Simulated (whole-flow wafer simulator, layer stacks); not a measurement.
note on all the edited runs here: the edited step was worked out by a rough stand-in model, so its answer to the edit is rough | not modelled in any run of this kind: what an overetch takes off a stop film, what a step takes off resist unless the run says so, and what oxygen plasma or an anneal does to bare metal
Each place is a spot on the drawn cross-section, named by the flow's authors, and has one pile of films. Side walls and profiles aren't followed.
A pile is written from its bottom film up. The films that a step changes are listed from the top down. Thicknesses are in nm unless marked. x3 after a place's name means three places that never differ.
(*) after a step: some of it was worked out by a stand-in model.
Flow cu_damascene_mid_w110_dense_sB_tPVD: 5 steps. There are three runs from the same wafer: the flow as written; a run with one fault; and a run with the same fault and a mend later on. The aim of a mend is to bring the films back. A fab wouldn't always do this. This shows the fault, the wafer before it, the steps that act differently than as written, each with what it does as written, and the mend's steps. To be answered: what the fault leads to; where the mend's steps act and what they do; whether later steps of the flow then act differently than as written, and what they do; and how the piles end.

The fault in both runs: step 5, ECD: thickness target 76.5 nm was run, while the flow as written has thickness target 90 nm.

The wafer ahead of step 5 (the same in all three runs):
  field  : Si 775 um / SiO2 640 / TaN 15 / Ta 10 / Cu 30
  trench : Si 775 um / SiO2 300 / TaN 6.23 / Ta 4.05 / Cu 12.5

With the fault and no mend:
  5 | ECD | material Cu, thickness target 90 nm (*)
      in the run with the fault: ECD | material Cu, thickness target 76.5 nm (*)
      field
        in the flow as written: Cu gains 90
        in the run with the fault: Cu gains 76.5
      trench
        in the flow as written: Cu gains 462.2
        in the run with the fault: Cu gains 448.7
  None of the later steps of the flow acts differently than as written at any place that is followed.
  The piles end different from the flow's at field, trench by more than 2% or 0.5 nm, whichever is larger.
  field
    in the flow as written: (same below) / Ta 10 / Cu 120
    in the run with the fault: (same below) / Ta 10 / Cu 106.5
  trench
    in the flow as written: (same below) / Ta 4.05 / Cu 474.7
    in the run with the fault: (same below) / Ta 4.05 / Cu 461.2

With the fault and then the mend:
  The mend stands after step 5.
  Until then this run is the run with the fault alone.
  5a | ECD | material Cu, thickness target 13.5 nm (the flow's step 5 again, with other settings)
      field, trench
        Cu gains 13.5
  None of the later steps of the flow acts differently than as written at any place that is followed.
  By the end, the piles equal the flow's at every place that both follow.
